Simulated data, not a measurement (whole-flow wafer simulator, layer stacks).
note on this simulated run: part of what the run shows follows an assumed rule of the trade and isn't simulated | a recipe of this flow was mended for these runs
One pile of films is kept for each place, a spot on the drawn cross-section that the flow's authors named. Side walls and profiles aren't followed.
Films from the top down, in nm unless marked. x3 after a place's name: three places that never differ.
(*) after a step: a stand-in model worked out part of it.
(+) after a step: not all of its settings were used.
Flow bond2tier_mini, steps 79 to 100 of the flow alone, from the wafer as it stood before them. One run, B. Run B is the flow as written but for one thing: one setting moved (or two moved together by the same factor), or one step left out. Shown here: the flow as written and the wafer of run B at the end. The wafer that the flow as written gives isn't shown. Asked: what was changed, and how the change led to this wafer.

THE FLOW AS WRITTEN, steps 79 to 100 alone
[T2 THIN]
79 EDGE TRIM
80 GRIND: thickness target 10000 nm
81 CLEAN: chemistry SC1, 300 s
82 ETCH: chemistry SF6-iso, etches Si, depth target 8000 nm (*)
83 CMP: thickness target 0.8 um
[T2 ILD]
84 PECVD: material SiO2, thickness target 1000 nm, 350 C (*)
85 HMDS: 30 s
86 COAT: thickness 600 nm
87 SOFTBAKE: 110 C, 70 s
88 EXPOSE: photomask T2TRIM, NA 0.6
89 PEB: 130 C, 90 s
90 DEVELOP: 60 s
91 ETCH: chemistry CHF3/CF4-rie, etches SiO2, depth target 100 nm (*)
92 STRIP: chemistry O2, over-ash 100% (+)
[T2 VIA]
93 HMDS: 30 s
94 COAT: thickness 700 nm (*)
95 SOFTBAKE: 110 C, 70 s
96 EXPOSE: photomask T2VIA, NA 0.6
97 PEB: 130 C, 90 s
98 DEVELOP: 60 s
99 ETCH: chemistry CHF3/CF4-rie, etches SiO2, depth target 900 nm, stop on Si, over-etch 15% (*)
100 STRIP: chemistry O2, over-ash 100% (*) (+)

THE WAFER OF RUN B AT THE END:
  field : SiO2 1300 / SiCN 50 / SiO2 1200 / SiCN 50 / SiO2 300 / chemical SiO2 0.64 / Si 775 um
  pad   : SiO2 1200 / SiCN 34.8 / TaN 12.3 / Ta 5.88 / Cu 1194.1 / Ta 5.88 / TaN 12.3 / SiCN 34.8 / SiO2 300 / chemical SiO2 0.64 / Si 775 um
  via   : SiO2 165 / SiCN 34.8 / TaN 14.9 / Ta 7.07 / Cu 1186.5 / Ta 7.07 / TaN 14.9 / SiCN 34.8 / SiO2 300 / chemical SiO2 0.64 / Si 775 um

The cause: step 80, GRIND: thickness target 7944 nm was run, where the flow has thickness target 10000 nm.

How the change led to this, step by step:
  80 GRIND: thickness target 10000 nm
      field, pad, via: Si -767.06 um (as written it would be: Si -765 um)
  82 ETCH: chemistry SF6-iso, etches Si, depth target 8000 nm (*)
      field, pad, via: chemical SiO2 -0.6 (all of it), Si -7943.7 (all of it), chemical SiO2 -0.64 (all of it) (as written it would be: chemical SiO2 -0.6 (all of it), Si -8000)
  83 CMP: thickness target 0.8 um
      field, pad, via: nothing (as written it would be: Si -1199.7)
  84 PECVD: material SiO2, thickness target 1000 nm, 350 C (*)
      field, pad, via: SiO2 +1000 (as written it would be: SiO2 +1000 (new film))
  99 ETCH: chemistry CHF3/CF4-rie, etches SiO2, depth target 900 nm, stop on Si, over-etch 15% (*)
      via: SiO2 -1035 (as written it would be: SiO2 -900 (all of it), Si -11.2)
